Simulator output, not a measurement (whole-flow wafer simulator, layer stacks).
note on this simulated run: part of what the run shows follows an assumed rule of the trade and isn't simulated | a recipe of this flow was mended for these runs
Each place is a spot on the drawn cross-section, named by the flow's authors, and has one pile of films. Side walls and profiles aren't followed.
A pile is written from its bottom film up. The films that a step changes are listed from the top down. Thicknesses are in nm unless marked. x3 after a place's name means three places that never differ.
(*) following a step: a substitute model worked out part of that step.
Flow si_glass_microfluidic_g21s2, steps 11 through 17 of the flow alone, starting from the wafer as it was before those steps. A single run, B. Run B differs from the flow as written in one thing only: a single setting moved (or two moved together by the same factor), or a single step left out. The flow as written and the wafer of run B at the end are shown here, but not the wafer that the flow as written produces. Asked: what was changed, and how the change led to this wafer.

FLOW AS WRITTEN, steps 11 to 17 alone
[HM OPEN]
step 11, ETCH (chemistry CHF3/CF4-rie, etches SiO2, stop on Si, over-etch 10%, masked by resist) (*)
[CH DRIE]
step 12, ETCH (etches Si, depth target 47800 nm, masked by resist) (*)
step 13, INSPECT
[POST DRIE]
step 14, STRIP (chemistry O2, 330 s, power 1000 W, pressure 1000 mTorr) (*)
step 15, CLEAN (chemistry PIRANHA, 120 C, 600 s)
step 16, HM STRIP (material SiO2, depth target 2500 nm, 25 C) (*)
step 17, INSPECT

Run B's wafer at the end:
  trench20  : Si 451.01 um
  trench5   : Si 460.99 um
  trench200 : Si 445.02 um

Cause: step 11, ETCH: over-etch 16% was run, while the flow as written has over-etch 10%.

Step by step, how the change led to this:
  step 11, ETCH (chemistry CHF3/CF4-rie, etches SiO2, stop on Si, over-etch 10%, masked by resist) (*)
      trench20, trench5, trench200: -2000 SiO2 (all of it), -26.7 Si (it would be, as written: -2000 SiO2 (all of it), -16.7 Si)
      land: -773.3 thick-i-line-resist (it would be, as written: -733.3 thick-i-line-resist)
  step 12, ETCH (etches Si, depth target 47800 nm, masked by resist) (*)
      trench5: -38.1 um Si (it would be, as written: -38.09 um Si)
      trench200: -54.07 um Si (it would be, as written: -54.08 um Si)
